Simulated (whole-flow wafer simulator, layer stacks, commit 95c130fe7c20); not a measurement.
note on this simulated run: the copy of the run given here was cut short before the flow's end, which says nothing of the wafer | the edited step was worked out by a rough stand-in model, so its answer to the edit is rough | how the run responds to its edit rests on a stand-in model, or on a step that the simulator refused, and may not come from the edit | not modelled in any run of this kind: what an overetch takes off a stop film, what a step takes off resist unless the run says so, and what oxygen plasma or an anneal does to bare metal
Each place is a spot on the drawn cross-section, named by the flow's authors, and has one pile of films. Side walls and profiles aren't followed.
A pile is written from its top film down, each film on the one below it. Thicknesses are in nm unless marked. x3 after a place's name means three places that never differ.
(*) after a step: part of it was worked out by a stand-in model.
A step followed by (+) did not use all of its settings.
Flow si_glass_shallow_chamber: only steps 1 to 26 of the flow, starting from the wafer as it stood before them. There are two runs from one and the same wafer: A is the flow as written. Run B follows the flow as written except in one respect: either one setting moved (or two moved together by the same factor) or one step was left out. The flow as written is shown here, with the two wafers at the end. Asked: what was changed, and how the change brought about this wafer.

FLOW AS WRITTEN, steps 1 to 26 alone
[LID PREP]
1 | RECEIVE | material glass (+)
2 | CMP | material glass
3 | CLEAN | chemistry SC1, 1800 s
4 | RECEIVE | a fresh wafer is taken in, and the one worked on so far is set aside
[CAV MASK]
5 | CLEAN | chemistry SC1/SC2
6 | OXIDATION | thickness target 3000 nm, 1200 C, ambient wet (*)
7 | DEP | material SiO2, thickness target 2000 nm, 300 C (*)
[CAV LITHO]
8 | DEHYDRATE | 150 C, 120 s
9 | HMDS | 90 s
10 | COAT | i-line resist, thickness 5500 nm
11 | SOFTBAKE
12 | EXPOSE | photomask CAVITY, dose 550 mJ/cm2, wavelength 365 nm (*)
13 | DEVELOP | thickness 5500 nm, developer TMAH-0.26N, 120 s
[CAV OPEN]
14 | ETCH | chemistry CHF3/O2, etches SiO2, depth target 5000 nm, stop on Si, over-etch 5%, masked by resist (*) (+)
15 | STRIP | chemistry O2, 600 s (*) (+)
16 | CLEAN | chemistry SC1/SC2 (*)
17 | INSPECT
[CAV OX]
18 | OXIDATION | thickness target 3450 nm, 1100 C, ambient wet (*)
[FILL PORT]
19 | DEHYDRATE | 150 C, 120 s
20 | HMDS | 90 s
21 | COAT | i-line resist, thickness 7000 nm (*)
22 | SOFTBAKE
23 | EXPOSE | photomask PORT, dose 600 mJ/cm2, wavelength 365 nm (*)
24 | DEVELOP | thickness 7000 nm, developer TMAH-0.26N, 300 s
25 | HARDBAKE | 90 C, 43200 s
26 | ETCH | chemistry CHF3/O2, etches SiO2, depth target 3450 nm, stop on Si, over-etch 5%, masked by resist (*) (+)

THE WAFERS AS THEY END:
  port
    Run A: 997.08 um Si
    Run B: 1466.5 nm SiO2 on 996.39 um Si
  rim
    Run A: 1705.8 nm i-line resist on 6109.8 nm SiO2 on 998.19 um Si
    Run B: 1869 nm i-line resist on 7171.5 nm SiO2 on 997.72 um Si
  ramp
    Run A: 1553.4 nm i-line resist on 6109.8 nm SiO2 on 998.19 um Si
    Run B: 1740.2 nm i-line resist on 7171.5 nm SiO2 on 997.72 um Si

Cause: step 18, OXIDATION: thickness target 5089 nm was run, while the flow as written has thickness target 3450 nm.

How this came from the change, step by step:
  18 | OXIDATION | thickness target 3450 nm, 1100 C, ambient wet (*)
      rim, ramp, septum, ring: A +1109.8 SiO2, -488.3 Si | B +2171.5 SiO2, -955.4 Si
      cav, port: A +3450 SiO2 (new film), -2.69 chemical SiO2 (all of it), -1516.8 Si | B +5089 SiO2 (new film), -2.69 chemical SiO2 (all of it), -2238 Si
  21 | COAT | i-line resist, thickness 7000 nm (*)
      ramp: A +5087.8 i-line resist (new film) | B +5242.2 i-line resist (new film)
  22 | SOFTBAKE
      rim: A -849 i-line resist | B -791.3 i-line resist
      ramp: A -434.5 i-line resist | B -395.5 i-line resist
      (and at 4 other places as well)
  25 | HARDBAKE | 90 C, 43200 s
      rim: A -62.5 i-line resist | B -68.5 i-line resist
      ramp: A -57.1 i-line resist | B -63.7 i-line resist
      (and at 1 other place as well)
  26 | ETCH | chemistry CHF3/O2, etches SiO2, depth target 3450 nm, stop on Si, over-etch 5%, masked by resist (*) (+)
      port: A -3450 SiO2 (all of it), -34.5 Si | B -3622.5 SiO2
